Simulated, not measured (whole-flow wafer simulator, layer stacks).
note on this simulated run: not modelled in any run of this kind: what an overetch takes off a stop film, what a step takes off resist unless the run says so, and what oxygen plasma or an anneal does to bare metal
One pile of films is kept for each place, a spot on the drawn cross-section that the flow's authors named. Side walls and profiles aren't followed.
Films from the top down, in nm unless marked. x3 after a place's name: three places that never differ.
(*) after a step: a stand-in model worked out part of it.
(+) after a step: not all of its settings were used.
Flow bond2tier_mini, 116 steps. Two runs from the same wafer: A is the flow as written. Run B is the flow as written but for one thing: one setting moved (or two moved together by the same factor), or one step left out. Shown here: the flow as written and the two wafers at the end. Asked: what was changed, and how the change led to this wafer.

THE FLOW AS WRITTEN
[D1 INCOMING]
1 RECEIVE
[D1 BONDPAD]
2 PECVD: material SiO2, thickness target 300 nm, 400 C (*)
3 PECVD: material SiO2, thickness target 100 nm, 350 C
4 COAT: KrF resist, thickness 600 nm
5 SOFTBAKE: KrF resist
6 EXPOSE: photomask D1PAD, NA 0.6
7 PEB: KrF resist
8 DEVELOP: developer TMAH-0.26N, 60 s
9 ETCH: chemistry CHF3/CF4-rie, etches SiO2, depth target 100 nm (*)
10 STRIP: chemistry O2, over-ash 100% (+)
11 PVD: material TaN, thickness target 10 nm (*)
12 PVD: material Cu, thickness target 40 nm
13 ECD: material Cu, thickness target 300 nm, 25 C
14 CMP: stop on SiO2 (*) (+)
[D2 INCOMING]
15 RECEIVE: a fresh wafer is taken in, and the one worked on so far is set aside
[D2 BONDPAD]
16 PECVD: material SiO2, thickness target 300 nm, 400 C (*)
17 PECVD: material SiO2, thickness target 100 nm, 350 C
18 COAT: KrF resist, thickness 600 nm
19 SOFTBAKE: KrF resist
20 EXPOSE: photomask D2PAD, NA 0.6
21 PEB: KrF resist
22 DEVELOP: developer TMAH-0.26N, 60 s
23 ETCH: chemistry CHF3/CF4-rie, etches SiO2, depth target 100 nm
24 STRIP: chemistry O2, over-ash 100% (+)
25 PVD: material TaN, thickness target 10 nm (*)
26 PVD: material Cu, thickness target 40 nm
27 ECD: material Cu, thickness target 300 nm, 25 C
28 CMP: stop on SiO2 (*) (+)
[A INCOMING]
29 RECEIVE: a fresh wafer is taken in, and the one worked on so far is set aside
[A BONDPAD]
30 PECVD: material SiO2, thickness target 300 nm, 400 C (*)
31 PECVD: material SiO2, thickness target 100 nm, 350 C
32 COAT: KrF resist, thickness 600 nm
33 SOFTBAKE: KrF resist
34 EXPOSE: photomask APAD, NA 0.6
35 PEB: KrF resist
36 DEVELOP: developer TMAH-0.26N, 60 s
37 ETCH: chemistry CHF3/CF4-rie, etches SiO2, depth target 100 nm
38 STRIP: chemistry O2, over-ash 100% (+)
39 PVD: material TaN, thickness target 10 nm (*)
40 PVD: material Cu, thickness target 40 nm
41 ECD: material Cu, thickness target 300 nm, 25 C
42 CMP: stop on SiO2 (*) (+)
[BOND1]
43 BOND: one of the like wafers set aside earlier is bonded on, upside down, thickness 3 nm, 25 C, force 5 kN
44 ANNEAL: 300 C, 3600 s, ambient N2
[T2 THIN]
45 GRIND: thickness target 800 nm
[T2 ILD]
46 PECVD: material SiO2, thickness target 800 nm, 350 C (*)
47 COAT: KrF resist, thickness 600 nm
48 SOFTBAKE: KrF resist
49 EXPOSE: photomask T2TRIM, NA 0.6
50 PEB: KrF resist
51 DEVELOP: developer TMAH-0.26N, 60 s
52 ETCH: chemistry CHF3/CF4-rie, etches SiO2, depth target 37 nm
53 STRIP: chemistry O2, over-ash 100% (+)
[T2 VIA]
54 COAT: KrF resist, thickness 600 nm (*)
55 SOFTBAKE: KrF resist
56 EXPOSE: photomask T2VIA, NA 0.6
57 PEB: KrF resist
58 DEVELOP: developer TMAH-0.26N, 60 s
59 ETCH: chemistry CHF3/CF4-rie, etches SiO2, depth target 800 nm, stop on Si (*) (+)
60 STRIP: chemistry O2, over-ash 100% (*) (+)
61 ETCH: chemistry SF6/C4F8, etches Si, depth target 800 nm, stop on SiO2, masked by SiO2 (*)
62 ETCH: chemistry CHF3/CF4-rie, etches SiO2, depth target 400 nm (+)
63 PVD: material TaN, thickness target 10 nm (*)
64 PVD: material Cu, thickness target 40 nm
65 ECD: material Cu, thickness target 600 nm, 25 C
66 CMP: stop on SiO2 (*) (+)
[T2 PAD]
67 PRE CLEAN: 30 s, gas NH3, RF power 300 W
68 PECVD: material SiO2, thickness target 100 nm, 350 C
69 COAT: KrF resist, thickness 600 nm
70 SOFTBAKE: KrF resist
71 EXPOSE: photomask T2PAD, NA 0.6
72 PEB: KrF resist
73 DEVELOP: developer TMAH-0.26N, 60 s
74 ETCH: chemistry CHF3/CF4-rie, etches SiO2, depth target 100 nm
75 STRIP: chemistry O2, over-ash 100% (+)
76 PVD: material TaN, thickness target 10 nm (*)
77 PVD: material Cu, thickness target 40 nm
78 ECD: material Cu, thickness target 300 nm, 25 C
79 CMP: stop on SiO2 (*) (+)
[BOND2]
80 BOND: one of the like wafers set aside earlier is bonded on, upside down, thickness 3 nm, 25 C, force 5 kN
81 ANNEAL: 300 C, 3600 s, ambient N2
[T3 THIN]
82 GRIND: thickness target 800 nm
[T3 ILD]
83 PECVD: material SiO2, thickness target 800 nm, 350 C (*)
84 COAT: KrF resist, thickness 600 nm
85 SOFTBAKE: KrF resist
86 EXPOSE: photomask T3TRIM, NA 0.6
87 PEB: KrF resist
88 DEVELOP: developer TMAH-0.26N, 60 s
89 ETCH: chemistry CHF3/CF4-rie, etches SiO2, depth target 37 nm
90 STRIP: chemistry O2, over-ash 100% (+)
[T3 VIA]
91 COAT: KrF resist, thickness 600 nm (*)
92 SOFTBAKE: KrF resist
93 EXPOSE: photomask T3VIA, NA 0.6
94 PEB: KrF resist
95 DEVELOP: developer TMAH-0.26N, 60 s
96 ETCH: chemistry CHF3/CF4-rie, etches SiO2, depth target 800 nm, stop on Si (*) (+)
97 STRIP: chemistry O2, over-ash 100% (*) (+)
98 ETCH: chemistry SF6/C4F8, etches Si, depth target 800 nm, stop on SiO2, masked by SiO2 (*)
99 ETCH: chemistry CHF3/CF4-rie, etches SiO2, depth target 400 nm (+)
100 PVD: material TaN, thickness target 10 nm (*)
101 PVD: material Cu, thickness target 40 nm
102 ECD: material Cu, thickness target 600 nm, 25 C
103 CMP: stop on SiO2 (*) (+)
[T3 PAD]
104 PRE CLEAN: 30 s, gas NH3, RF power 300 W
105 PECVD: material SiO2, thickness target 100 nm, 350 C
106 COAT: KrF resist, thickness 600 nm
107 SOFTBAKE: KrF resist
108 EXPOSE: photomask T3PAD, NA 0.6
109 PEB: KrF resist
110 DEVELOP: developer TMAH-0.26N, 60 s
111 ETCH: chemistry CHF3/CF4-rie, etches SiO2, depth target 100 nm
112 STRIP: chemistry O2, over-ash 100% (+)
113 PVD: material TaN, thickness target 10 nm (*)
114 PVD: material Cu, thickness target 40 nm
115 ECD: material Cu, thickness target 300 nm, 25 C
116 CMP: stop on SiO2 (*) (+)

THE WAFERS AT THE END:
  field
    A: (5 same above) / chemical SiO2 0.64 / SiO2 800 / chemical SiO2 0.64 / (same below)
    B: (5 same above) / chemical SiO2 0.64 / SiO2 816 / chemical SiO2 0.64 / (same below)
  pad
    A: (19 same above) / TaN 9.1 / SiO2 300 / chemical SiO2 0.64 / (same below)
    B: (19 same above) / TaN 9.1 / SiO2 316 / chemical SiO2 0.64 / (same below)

The cause: step 31, PECVD: thickness target 116 nm was run, where the flow has thickness target 100 nm.

How the change led to this, step by step:
  31 PECVD: material SiO2, thickness target 100 nm, 350 C
      field, pad, via: A SiO2 +100 | B SiO2 +116
